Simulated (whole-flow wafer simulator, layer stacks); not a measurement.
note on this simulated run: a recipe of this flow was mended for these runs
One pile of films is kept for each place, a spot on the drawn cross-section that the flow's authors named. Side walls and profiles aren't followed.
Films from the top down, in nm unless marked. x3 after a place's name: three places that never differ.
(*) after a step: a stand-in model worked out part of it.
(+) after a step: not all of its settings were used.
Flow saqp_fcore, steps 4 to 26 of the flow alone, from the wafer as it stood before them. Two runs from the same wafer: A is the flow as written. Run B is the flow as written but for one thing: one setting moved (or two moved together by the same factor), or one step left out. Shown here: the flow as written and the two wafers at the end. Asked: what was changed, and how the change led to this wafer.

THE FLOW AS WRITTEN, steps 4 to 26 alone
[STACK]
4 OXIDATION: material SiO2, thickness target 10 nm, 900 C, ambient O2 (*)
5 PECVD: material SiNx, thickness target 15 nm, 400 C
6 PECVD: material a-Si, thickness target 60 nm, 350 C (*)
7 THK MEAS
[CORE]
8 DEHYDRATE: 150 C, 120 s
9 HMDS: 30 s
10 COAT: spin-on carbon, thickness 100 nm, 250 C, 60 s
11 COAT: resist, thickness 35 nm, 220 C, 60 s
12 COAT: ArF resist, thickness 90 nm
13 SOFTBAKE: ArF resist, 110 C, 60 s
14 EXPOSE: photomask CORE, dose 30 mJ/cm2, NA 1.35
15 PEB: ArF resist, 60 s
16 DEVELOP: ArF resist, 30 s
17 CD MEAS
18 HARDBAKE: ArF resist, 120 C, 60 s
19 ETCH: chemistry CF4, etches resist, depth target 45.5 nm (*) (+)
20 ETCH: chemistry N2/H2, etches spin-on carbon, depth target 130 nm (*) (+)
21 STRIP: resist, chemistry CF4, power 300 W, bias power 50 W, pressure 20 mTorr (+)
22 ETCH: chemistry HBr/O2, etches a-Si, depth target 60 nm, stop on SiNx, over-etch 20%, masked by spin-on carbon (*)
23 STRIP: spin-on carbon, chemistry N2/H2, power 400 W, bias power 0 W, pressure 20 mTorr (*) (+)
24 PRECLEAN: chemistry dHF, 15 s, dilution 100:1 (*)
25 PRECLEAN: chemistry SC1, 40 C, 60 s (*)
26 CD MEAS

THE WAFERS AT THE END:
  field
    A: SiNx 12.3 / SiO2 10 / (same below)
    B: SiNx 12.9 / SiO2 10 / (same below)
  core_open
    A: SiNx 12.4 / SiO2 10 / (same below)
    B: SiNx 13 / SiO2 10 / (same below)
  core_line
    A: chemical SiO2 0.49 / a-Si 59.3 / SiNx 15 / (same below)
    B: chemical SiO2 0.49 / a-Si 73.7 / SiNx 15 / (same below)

The cause: step 6, PECVD: thickness target 74.4 nm was run, where the flow has thickness target 60 nm.

How the change led to this, step by step:
  6 PECVD: material a-Si, thickness target 60 nm, 350 C (*)
      field, core_open, core_line: A a-Si +60 (new film) | B a-Si +74.4 (new film)
  22 ETCH: chemistry HBr/O2, etches a-Si, depth target 60 nm, stop on SiNx, over-etch 20%, masked by spin-on carbon (*)
      field: A a-Si -36.8 (all of it), SiNx -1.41 | B a-Si -51.2 (all of it), SiNx -0.83
      core_open: A a-Si -39.4 (all of it), SiNx -1.3 | B a-Si -53.8 (all of it), SiNx -0.73
      (and at 1 more place)
  23 STRIP: spin-on carbon, chemistry N2/H2, power 400 W, bias power 0 W, pressure 20 mTorr (*) (+)
      core_line: A spin-on carbon -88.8 (all of it) | B spin-on carbon -85.3 (all of it)
